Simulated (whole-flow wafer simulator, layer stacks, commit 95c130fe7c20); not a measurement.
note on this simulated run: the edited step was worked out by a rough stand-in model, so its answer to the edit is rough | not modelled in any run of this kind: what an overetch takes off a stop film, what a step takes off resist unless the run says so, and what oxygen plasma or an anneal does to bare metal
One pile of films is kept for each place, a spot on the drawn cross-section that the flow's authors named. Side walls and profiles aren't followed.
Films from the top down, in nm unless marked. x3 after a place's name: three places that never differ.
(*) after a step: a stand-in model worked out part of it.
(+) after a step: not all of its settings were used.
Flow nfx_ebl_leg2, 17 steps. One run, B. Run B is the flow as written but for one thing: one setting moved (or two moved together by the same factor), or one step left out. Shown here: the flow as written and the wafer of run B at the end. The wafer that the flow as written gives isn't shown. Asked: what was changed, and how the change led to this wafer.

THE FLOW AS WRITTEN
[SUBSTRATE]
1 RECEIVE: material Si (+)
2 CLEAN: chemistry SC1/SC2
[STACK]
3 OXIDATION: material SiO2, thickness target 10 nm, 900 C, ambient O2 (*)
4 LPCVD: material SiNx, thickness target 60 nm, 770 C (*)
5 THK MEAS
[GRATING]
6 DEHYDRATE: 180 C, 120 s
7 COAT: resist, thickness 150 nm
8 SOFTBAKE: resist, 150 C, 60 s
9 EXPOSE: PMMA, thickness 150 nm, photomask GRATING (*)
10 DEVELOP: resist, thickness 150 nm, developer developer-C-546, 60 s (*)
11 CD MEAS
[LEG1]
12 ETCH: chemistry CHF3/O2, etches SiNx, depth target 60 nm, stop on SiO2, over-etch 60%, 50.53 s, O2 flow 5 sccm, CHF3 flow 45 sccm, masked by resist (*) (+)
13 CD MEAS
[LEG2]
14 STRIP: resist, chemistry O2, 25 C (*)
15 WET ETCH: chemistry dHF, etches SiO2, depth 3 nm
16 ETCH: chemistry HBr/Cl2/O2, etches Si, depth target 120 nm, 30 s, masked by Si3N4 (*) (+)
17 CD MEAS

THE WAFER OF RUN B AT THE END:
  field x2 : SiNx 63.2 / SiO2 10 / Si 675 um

The cause: step 4, LPCVD: thickness target 70 nm was run, where the flow has thickness target 60 nm.

How the change led to this, step by step:
  4 LPCVD: material SiNx, thickness target 60 nm, 770 C (*)
      field x2, pad x2: SiNx +70 (new film) (as written it would be: SiNx +60 (new film))
  12 ETCH: chemistry CHF3/O2, etches SiNx, depth target 60 nm, stop on SiO2, over-etch 60%, 50.53 s, O2 flow 5 sccm, CHF3 flow 45 sccm, masked by resist (*) (+)
      pad x2: SiNx -70 (all of it), SiO2 -10 (all of it) (as written it would be: SiNx -60 (all of it), SiO2 -10 (all of it))
